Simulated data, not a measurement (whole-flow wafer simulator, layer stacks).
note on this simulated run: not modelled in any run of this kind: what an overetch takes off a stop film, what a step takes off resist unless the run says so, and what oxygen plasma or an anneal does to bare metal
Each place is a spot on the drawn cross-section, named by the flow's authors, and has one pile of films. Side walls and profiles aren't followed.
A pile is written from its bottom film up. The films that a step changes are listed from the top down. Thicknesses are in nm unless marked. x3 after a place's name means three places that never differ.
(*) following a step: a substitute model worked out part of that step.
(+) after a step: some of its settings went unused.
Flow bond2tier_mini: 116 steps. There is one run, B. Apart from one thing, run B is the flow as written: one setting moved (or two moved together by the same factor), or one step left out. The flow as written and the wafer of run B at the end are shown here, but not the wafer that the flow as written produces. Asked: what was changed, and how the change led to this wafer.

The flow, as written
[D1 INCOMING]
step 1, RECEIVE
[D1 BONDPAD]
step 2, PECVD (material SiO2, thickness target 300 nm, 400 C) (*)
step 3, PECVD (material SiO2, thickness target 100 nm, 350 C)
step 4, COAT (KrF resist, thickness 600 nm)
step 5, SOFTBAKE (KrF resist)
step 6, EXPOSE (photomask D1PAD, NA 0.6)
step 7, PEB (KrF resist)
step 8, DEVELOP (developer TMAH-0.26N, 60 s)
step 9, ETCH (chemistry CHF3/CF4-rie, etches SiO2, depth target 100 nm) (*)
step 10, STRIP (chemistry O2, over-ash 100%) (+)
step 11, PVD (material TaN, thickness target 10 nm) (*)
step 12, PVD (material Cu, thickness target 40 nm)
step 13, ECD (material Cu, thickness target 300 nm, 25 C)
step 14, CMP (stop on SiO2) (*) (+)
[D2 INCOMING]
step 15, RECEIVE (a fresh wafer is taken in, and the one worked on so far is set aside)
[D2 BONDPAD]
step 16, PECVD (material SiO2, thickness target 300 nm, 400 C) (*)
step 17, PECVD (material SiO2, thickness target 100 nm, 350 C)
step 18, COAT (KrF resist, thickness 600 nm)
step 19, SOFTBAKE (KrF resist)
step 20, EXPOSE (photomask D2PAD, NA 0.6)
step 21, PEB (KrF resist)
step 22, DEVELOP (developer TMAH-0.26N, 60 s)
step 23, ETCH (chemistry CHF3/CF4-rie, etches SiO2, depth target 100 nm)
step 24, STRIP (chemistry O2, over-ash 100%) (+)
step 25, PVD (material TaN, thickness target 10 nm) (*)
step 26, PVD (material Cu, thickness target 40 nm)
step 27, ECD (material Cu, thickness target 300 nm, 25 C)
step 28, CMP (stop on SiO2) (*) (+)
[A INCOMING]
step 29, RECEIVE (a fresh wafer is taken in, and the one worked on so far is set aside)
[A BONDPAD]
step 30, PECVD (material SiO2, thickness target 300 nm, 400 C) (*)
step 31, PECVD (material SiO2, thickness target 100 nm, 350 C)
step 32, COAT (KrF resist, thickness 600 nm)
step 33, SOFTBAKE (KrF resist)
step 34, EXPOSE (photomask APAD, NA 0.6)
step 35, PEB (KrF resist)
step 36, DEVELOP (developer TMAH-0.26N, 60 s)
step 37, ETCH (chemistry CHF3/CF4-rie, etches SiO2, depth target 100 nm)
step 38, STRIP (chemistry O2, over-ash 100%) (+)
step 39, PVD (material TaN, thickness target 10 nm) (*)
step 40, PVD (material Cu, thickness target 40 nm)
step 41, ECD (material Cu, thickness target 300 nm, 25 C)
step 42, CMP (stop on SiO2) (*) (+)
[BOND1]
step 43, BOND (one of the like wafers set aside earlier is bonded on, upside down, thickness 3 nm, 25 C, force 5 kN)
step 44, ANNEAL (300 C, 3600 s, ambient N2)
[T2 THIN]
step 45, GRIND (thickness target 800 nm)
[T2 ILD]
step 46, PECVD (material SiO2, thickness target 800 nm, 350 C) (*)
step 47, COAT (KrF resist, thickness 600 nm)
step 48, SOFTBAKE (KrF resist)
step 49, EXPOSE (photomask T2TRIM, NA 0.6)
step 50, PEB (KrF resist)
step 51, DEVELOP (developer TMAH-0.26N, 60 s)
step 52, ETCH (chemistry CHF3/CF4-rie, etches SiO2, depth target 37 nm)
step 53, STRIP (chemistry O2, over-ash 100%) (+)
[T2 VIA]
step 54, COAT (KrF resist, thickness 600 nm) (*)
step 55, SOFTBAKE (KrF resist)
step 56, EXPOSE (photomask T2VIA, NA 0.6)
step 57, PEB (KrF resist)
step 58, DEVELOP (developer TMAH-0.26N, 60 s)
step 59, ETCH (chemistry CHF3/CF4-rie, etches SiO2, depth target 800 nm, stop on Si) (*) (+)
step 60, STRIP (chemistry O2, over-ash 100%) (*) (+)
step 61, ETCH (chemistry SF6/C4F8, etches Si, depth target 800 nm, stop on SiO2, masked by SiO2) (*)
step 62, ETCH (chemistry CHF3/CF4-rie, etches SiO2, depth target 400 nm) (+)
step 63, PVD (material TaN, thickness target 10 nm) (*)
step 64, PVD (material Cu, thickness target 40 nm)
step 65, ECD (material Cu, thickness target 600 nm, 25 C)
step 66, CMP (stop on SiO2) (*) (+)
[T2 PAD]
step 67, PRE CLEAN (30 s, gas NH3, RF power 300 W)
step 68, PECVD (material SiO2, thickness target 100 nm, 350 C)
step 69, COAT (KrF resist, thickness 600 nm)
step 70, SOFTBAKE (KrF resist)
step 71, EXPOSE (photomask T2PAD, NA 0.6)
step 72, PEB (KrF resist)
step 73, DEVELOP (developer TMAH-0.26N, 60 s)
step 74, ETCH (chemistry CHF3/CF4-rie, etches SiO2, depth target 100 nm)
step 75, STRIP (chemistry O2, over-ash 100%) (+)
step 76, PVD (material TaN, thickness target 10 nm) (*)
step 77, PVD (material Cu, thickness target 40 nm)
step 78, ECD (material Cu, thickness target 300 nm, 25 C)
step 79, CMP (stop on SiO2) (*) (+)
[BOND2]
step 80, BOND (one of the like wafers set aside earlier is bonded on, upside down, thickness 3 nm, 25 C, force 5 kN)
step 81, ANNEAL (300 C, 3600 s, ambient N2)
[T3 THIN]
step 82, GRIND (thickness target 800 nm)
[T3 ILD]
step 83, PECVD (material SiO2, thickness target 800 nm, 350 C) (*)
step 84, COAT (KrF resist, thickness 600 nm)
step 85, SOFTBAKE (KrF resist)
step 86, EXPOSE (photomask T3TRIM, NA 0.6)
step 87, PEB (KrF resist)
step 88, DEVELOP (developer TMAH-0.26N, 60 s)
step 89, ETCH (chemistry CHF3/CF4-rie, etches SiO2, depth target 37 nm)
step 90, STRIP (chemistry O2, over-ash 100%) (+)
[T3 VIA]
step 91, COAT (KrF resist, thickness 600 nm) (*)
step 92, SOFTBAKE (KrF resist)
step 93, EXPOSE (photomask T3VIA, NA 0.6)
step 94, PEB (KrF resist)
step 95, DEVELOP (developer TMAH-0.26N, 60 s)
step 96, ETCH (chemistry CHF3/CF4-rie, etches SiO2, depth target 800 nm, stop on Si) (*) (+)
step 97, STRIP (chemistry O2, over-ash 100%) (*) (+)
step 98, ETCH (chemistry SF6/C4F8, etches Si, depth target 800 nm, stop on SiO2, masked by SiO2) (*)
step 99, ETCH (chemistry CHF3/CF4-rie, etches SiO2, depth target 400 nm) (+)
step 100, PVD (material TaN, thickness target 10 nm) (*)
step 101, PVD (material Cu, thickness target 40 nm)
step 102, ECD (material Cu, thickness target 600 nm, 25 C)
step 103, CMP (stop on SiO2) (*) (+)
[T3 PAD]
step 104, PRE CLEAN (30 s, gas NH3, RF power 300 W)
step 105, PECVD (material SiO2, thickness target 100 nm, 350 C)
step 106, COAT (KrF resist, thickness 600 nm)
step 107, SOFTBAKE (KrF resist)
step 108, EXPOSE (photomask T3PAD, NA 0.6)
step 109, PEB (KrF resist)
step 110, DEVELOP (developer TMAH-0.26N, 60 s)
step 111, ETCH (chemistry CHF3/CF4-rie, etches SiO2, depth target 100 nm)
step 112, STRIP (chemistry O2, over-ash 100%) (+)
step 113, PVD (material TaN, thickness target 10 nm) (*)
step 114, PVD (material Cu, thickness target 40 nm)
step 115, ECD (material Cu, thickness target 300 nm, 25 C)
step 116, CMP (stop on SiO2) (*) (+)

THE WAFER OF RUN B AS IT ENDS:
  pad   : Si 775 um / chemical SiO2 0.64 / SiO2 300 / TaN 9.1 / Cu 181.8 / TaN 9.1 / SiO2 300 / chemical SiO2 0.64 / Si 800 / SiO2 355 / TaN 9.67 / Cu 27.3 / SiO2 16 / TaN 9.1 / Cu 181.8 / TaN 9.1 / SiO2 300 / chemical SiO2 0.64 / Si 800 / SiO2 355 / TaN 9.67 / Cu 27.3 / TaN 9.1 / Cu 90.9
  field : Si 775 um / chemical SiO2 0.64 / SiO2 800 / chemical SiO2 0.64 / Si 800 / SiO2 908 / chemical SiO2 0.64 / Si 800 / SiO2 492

The reason: step 68, PECVD: thickness target 116 nm was run, while the flow as written has thickness target 100 nm.

The path from the change to this, step by step:
  step 68, PECVD (material SiO2, thickness target 100 nm, 350 C)
      field: SiO2 gains 116 (it would be, as written: SiO2 gains 100)
      pad: SiO2 gains 116 (new film) (it would be, as written: SiO2 gains 100 (new film))
  step 74, ETCH (chemistry CHF3/CF4-rie, etches SiO2, depth target 100 nm)
      pad: SiO2 loses 100 (it would be, as written: SiO2 loses 100 (all of it))
Taking metal films that touch as one body, pad has 4 bodies (between them, from the top down: SiO2 355 / Si 800 / chemical SiO2 0.64 / SiO2 300; SiO2 16; SiO2 355 / Si 800 / chemical SiO2 0.64 / SiO2 300); the flow as written gives 3 bodies (between them, from the top down: SiO2 355 / Si 800 / chemical SiO2 0.64 / SiO2 300; SiO2 355 / Si 800 / chemical SiO2 0.64 / SiO2 300).
